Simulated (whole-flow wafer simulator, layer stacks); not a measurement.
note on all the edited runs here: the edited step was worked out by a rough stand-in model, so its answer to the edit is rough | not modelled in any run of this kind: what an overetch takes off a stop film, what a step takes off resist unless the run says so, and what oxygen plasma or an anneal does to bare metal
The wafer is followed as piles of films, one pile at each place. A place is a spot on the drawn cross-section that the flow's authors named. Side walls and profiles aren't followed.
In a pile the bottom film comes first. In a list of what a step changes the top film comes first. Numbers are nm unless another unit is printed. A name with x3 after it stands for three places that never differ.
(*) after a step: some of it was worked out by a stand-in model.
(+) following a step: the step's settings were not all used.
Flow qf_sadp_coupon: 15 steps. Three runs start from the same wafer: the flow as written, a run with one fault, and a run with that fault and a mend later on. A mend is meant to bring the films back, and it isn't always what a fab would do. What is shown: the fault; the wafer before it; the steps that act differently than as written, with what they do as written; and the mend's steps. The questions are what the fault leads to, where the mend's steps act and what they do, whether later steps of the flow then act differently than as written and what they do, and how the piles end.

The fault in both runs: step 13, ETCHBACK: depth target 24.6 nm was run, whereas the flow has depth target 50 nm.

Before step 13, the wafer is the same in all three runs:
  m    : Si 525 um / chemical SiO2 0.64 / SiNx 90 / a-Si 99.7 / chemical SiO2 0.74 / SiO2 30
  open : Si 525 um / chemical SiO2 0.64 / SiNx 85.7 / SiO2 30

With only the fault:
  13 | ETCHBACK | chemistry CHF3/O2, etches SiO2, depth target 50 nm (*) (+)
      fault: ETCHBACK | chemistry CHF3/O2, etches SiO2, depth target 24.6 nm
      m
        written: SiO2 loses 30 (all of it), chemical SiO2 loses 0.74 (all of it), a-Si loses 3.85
        fault: SiO2 loses 24.6
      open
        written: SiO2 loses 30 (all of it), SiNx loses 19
        fault: SiO2 loses 24.6
  Later steps of the flow acting differently than as written:
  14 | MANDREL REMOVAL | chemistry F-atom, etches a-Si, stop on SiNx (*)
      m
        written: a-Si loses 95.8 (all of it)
        fault: nothing
  At m, open, the piles at the end differ from the flow's by more than 2% or 0.5 nm, whichever is larger.
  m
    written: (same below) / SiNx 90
    fault: (same below) / SiNx 90 / a-Si 99.7 / chemical SiO2 0.74 / SiO2 5.4
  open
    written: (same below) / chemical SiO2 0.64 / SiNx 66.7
    fault: (same below) / chemical SiO2 0.64 / SiNx 85.7 / SiO2 5.4

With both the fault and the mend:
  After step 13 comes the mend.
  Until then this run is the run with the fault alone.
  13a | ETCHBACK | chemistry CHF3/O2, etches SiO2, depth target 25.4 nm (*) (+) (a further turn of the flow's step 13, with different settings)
      m
        SiO2 loses 5.4 (all of it), chemical SiO2 loses 0.74 (all of it), a-Si loses 3.85
      open
        SiO2 loses 5.4 (all of it), SiNx loses 19
  Every later step of the flow that is run acts as written at every place that is followed.
  The piles end the same as the flow's at every place that both follow.
